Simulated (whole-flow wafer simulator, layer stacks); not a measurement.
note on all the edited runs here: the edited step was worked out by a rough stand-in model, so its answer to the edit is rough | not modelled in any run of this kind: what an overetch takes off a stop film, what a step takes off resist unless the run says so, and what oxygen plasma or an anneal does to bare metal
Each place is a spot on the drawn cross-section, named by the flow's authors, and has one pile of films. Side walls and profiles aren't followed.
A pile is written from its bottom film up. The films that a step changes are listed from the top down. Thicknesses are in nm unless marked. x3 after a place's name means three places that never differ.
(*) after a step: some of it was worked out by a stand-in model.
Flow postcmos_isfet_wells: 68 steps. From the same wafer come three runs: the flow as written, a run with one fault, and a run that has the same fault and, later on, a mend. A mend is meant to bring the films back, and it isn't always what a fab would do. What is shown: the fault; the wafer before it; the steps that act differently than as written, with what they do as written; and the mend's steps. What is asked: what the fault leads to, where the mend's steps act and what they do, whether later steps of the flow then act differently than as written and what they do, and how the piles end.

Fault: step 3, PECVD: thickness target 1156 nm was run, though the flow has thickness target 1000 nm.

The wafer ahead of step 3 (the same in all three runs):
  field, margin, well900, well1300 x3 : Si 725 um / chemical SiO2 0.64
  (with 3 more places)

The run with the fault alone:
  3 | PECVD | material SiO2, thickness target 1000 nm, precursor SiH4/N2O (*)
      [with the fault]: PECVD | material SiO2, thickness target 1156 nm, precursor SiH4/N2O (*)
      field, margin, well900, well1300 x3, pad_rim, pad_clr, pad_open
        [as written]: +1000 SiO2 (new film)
        [with the fault]: +1156 SiO2 (new film)
  Every later step of the flow that is run acts as written at every place that is followed.
  At field, margin, well900, well1300 x3, pad_rim, pad_clr, pad_open, the piles at the end differ from the flow's by more than 2% or 0.5 nm, whichever is larger.
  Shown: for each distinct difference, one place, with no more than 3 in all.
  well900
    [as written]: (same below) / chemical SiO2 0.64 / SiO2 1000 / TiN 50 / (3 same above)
    [with the fault]: (same below) / chemical SiO2 0.64 / SiO2 1156 / TiN 50 / (3 same above)
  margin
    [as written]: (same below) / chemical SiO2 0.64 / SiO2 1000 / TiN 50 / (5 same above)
    [with the fault]: (same below) / chemical SiO2 0.64 / SiO2 1156 / TiN 50 / (5 same above)
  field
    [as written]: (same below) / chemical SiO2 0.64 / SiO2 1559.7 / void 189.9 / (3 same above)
    [with the fault]: (same below) / chemical SiO2 0.64 / SiO2 1715.7 / void 189.9 / (3 same above)

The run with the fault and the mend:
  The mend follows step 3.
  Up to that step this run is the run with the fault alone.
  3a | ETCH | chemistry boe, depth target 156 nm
      field, margin, well900, well1300 x3, pad_rim, pad_clr, pad_open
        -156 SiO2
  Every later step of the flow that is run acts as written at every place that is followed.
  The piles end the same as the flow's at every place that both follow.
